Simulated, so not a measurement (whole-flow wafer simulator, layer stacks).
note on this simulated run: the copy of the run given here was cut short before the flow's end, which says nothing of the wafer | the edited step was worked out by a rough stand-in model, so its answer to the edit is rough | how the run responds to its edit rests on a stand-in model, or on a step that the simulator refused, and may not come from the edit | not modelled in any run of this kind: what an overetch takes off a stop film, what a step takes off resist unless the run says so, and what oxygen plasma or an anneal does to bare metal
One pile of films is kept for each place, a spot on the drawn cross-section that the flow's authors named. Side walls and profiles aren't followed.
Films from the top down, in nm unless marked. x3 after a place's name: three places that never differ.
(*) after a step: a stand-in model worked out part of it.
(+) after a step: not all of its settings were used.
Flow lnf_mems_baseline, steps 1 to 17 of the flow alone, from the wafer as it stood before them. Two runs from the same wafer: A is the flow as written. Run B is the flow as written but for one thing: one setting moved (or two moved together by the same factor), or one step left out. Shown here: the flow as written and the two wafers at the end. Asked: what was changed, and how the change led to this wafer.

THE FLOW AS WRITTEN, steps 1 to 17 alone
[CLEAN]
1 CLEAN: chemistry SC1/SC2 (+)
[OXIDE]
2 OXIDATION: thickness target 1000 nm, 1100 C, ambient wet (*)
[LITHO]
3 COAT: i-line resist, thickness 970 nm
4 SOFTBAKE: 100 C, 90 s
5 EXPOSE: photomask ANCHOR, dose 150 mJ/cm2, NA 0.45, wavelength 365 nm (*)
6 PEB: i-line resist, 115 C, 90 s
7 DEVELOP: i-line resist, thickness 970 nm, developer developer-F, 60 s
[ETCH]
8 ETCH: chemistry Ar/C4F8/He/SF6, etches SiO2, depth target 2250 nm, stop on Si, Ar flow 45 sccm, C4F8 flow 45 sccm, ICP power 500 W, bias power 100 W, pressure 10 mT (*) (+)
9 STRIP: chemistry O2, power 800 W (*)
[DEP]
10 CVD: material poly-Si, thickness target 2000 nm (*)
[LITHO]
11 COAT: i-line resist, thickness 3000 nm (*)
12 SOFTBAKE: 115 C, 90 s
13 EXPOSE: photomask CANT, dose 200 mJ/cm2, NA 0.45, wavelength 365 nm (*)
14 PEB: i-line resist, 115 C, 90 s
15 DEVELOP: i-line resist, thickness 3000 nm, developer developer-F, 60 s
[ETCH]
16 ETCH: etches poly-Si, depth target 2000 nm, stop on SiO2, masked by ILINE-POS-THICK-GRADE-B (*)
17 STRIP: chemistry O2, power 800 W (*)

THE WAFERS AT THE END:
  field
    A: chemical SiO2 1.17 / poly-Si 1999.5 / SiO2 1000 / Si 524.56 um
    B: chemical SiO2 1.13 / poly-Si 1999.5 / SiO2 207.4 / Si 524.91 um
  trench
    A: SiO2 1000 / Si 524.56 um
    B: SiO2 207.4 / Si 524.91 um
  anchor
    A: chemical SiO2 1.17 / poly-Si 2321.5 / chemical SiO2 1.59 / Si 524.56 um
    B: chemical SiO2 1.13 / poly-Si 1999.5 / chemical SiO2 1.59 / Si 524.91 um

The cause: step 2, OXIDATION: 880 C was run, where the flow has 1100 C.

How the change led to this, step by step:
  2 OXIDATION: thickness target 1000 nm, 1100 C, ambient wet (*)
      field, anchor, beam, trench, char_slit: A SiO2 +1000 (new film), chemical SiO2 -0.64 (all of it), Si -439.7 | B SiO2 +207.4 (new film), chemical SiO2 -0.64 (all of it), Si -91
  8 ETCH: chemistry Ar/C4F8/He/SF6, etches SiO2, depth target 2250 nm, stop on Si, Ar flow 45 sccm, C4F8 flow 45 sccm, ICP power 500 W, bias power 100 W, pressure 10 mT (*) (+)
      field, beam, trench, char_slit: A i-line resist -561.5 | B i-line resist -165.2
      anchor: A SiO2 -1000 (all of it) | B SiO2 -207.4 (all of it)
  9 STRIP: chemistry O2, power 800 W (*)
      field, beam, trench, char_slit: A i-line resist -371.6 (all of it) | B i-line resist -767.9 (all of it)
  10 CVD: material poly-Si, thickness target 2000 nm (*)
      anchor: A poly-Si +2322 (new film) | B poly-Si +2000 (new film)
  11 COAT: i-line resist, thickness 3000 nm (*)
      anchor: A i-line resist +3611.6 (new film) | B i-line resist +3169.3 (new film)
  12 SOFTBAKE: 115 C, 90 s
      field: A i-line resist -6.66 | B i-line resist -4.05
      anchor: A i-line resist +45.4 | B i-line resist +25
      (and at 2 more places)
  14 PEB: i-line resist, 115 C, 90 s
      anchor: A i-line resist -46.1 | B i-line resist -38.1
  17 STRIP: chemistry O2, power 800 W (*)
      anchor: A chemical SiO2 +1.17 (new film), i-line resist -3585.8 (all of it), poly-Si -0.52 | B chemical SiO2 +1.13 (new film), i-line resist -3131.1 (all of it), poly-Si -0.5
